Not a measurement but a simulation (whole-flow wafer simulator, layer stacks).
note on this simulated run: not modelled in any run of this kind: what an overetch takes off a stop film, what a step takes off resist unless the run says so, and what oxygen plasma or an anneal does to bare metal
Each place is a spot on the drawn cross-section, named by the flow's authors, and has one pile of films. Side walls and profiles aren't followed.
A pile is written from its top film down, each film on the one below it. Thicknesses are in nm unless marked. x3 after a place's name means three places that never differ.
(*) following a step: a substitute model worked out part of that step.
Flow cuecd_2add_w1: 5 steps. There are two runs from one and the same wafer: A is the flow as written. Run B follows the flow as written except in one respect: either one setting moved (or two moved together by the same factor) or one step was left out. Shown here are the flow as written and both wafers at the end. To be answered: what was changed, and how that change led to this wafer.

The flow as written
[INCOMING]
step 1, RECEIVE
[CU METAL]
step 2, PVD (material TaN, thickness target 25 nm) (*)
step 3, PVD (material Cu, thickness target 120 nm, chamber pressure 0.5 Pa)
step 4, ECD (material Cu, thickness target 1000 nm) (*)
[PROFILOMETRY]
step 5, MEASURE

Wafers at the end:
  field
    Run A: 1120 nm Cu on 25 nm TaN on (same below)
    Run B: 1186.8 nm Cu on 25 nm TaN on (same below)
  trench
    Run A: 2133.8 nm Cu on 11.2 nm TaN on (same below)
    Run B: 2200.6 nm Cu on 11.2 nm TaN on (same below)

Cause: step 3, PVD: thickness target 186.8 nm was run, though the flow has thickness target 120 nm.

The path from the change to this, step by step:
  step 3, PVD (material Cu, thickness target 120 nm, chamber pressure 0.5 Pa)
      field: A Cu gains 120 (new film) | B Cu gains 186.8 (new film)
      trench: A Cu gains 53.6 (new film) | B Cu gains 81.6 (new film)
